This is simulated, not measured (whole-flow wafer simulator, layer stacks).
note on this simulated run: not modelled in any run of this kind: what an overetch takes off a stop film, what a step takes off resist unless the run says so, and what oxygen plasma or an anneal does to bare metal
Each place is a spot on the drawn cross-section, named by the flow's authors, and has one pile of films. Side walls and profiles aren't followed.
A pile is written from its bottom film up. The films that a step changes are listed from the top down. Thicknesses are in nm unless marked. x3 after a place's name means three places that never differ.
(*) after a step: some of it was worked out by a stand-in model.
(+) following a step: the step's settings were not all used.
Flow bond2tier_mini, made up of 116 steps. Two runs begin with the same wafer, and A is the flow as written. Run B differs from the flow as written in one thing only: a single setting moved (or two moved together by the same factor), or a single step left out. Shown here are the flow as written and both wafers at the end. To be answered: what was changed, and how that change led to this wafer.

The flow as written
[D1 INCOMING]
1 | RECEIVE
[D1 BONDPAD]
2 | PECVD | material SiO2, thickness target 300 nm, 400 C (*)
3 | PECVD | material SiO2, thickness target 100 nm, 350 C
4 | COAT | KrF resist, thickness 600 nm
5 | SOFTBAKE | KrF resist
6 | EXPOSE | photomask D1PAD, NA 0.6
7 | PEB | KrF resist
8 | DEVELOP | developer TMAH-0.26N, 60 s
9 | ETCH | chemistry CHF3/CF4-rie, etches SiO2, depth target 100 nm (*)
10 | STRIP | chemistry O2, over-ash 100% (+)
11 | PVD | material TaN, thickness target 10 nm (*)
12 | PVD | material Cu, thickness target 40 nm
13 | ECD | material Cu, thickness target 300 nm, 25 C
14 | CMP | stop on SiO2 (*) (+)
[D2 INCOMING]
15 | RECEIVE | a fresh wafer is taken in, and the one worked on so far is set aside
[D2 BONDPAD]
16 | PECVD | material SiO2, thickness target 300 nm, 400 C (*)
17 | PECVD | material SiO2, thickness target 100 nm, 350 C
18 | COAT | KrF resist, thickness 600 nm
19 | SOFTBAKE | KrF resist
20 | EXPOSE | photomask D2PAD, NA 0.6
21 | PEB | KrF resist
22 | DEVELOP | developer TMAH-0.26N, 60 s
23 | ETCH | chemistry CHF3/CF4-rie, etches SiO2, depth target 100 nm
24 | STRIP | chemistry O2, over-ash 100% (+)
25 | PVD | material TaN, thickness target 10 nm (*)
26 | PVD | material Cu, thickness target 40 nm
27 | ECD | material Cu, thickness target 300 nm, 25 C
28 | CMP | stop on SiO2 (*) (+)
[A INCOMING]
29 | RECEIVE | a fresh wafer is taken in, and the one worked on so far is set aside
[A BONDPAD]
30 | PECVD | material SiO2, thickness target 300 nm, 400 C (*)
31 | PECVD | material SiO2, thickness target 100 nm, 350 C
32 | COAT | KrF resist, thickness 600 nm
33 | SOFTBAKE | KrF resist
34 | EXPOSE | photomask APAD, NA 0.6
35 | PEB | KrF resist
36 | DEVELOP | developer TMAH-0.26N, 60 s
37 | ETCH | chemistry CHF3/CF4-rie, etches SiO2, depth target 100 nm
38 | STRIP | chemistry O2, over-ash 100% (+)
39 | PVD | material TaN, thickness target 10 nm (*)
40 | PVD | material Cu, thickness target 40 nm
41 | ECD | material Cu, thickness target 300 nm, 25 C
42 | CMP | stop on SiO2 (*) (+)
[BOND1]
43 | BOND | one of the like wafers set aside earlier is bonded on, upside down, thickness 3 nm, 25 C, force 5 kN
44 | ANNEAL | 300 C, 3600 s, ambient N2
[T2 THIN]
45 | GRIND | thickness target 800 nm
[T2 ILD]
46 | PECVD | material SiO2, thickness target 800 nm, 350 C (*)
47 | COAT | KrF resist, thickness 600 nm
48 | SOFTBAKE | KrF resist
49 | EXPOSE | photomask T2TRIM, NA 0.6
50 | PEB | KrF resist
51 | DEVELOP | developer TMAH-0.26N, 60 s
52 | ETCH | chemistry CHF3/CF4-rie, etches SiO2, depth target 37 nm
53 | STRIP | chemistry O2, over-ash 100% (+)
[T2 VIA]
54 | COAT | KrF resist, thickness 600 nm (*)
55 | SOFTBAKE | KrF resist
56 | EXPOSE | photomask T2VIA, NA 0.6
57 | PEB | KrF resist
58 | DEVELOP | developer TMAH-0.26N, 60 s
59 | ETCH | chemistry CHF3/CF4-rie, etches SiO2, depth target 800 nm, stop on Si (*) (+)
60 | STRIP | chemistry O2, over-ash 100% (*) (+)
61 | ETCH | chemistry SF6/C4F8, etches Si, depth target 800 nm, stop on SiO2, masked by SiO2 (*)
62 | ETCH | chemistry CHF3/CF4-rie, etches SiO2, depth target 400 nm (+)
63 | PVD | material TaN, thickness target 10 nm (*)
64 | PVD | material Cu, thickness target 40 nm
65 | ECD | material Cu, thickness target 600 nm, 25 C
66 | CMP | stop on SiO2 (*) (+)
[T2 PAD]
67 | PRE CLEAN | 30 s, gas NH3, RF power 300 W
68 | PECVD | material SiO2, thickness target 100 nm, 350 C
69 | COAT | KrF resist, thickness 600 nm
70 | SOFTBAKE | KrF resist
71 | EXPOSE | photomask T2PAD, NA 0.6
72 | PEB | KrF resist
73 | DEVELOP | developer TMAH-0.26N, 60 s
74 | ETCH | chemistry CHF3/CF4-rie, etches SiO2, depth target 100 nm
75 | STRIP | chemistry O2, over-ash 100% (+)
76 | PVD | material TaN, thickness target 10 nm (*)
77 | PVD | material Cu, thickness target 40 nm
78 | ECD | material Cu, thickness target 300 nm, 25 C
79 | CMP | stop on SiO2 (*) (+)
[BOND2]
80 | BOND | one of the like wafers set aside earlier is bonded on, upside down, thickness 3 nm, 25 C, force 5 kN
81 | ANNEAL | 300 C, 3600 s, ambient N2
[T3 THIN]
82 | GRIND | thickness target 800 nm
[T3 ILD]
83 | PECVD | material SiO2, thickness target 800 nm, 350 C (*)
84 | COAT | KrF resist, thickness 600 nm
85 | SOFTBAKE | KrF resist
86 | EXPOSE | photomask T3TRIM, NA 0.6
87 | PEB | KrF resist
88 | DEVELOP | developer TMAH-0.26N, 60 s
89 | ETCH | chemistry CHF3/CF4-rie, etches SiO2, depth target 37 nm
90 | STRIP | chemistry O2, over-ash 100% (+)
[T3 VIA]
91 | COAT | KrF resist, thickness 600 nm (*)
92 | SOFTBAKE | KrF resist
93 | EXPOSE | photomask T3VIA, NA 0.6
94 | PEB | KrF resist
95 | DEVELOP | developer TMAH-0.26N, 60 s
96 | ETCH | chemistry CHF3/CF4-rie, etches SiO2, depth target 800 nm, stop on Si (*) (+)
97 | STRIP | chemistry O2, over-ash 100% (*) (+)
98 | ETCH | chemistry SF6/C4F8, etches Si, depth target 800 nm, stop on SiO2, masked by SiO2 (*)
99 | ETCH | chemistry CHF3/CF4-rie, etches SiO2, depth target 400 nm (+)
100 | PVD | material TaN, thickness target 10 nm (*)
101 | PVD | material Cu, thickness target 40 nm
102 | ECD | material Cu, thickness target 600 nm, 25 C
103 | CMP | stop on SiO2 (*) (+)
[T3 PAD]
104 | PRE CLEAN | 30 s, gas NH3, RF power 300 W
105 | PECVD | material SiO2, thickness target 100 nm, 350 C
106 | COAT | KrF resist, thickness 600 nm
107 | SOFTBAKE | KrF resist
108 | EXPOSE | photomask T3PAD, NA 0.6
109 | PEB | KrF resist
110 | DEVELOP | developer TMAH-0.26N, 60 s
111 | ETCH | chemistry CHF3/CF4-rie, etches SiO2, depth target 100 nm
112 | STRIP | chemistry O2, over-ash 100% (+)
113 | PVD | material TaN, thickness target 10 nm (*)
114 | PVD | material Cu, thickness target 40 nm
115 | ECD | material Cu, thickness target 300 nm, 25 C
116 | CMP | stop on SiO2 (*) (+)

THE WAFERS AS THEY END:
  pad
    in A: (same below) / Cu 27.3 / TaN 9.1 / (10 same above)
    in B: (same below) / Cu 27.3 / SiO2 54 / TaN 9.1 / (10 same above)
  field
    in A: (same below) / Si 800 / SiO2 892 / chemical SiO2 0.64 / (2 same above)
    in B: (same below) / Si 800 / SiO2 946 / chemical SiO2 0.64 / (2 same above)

Cause: step 68, PECVD: thickness target 154 nm was run, while the flow as written has thickness target 100 nm.

The path from the change to this, step by step:
  68 | PECVD | material SiO2, thickness target 100 nm, 350 C
      field: A SiO2 gains 100 | B SiO2 gains 154
      pad: A SiO2 gains 100 (new film) | B SiO2 gains 154 (new film)
  74 | ETCH | chemistry CHF3/CF4-rie, etches SiO2, depth target 100 nm
      pad: A SiO2 loses 100 (all of it) | B SiO2 loses 100
If metal films that touch count as one body, pad has 4 bodies (between them, from the top down: SiO2 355 / Si 800 / chemical SiO2 0.64 / SiO2 300; SiO2 54; SiO2 355 / Si 800 / chemical SiO2 0.64 / SiO2 300); the flow as written gives 3 bodies (between them, from the top down: SiO2 355 / Si 800 / chemical SiO2 0.64 / SiO2 300; SiO2 355 / Si 800 / chemical SiO2 0.64 / SiO2 300).
